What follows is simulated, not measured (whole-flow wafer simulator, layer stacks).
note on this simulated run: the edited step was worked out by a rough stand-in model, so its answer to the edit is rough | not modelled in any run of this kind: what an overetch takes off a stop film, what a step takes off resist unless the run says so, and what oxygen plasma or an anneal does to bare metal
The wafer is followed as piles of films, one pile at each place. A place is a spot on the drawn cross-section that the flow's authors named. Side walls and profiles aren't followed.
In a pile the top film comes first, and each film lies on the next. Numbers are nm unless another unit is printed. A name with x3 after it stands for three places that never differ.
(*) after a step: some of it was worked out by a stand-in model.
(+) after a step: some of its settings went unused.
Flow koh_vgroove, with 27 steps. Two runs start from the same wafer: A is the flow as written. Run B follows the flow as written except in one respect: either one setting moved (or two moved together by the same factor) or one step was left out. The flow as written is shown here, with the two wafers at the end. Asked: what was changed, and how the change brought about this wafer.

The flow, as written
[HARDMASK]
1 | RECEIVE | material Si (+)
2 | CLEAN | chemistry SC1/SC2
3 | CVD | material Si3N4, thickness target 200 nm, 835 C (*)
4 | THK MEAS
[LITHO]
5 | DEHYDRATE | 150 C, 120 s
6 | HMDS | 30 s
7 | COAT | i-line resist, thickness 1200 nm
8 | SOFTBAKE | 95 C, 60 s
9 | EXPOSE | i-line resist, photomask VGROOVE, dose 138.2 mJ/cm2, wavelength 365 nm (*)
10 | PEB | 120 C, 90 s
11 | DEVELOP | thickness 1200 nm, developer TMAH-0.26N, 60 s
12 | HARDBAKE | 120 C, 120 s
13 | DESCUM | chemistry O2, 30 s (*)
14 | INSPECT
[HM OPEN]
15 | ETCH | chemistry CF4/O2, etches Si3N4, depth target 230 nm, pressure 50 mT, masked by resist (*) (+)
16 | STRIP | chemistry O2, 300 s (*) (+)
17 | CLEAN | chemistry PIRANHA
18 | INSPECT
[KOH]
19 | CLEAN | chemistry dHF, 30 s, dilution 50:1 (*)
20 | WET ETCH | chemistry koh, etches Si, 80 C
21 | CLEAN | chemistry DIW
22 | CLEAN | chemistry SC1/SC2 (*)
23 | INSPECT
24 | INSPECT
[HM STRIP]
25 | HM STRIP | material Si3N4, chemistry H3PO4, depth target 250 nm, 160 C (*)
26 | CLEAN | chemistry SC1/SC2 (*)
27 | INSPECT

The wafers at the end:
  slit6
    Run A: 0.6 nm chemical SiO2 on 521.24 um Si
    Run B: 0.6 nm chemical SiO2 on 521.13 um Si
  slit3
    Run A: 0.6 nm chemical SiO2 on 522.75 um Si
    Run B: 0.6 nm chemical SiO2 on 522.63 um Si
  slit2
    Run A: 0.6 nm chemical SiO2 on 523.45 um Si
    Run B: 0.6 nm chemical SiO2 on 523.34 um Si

What caused this: step 15, ETCH: depth target 345 nm was run, though the flow has depth target 230 nm.

The path from the change to this, step by step:
  15 | ETCH | chemistry CF4/O2, etches Si3N4, depth target 230 nm, pressure 50 mT, masked by resist (*) (+)
      slit3, slit2, slit6, slit20: A -200 Si3N4 (all of it), -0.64 chemical SiO2 (all of it), -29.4 Si | B -200 Si3N4 (all of it), -0.64 chemical SiO2 (all of it), -144.4 Si
      field: A -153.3 i-line resist | B -230 i-line resist
  16 | STRIP | chemistry O2, 300 s (*) (+)
      field: A -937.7 i-line resist (all of it) | B -861 i-line resist (all of it)
